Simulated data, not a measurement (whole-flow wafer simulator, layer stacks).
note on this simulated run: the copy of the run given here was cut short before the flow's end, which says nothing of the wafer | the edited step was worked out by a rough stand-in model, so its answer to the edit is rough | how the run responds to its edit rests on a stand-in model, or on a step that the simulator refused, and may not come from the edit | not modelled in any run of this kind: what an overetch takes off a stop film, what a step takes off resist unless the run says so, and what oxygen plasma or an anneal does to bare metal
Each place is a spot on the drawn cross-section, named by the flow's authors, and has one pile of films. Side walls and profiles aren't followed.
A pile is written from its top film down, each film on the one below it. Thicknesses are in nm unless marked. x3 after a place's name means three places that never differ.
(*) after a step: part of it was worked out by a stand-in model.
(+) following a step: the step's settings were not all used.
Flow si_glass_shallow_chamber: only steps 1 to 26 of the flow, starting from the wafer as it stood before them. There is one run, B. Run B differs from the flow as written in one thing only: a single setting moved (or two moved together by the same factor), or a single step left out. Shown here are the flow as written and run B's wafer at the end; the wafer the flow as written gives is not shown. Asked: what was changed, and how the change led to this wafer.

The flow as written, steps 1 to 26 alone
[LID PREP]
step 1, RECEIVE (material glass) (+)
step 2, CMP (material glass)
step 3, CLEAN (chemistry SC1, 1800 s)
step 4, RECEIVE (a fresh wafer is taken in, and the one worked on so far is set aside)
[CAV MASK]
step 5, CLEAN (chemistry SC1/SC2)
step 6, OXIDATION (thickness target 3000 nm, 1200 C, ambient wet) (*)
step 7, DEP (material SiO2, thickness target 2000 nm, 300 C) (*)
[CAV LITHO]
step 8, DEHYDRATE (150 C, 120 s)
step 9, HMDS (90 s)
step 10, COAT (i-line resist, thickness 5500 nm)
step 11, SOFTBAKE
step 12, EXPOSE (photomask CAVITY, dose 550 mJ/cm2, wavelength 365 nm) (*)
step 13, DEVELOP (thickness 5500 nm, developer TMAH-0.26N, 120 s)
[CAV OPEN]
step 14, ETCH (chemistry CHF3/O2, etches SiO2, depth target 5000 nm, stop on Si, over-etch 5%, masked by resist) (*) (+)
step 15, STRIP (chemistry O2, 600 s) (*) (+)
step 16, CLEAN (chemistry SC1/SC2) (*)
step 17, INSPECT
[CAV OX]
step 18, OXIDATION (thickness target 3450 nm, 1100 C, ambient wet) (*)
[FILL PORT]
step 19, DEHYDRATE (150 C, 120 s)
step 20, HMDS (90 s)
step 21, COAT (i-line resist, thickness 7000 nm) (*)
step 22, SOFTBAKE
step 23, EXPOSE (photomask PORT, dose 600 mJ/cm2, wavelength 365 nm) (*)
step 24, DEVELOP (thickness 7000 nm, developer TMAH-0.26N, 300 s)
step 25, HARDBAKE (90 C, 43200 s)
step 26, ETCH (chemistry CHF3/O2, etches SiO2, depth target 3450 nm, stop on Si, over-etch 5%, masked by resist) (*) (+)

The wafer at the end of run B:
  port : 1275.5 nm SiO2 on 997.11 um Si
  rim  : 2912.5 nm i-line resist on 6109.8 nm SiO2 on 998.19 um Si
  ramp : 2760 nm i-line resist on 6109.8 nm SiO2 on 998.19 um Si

What caused this: step 26, ETCH: depth target 2071 nm was run, whereas the flow has depth target 3450 nm.

The path from the change to this, step by step:
  step 26, ETCH (chemistry CHF3/O2, etches SiO2, depth target 3450 nm, stop on Si, over-etch 5%, masked by resist) (*) (+)
      port: SiO2 loses 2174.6 (it would be, as written: SiO2 loses 3450 (all of it), Si loses 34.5)
      rim, ramp, cav, ring: i-line resist loses 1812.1 (it would be, as written: i-line resist loses 3018.8)
      (also at 1 further place)
